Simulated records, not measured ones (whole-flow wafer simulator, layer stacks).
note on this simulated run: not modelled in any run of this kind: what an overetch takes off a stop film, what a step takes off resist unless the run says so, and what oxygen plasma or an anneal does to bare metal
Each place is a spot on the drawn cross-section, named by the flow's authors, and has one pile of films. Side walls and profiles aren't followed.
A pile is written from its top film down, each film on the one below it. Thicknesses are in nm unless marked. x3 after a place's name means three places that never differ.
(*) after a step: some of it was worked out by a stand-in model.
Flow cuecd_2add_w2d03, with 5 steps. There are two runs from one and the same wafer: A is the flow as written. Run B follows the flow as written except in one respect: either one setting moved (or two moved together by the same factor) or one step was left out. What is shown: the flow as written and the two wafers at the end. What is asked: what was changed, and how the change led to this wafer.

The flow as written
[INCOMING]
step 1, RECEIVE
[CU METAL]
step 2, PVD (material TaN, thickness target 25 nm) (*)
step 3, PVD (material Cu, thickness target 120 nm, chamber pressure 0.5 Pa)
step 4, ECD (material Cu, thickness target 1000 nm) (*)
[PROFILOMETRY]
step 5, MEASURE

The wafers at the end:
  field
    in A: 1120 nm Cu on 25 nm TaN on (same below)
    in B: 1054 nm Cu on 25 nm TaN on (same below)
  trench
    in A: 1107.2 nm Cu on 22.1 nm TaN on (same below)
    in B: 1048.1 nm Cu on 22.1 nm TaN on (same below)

What caused this: step 3, PVD: thickness target 54 nm was run, though the flow has thickness target 120 nm.

The path from the change to this, step by step:
  step 3, PVD (material Cu, thickness target 120 nm, chamber pressure 0.5 Pa)
      field: A Cu gains 120 (new film) | B Cu gains 54 (new film)
      trench: A Cu gains 107.2 (new film) | B Cu gains 48.1 (new film)
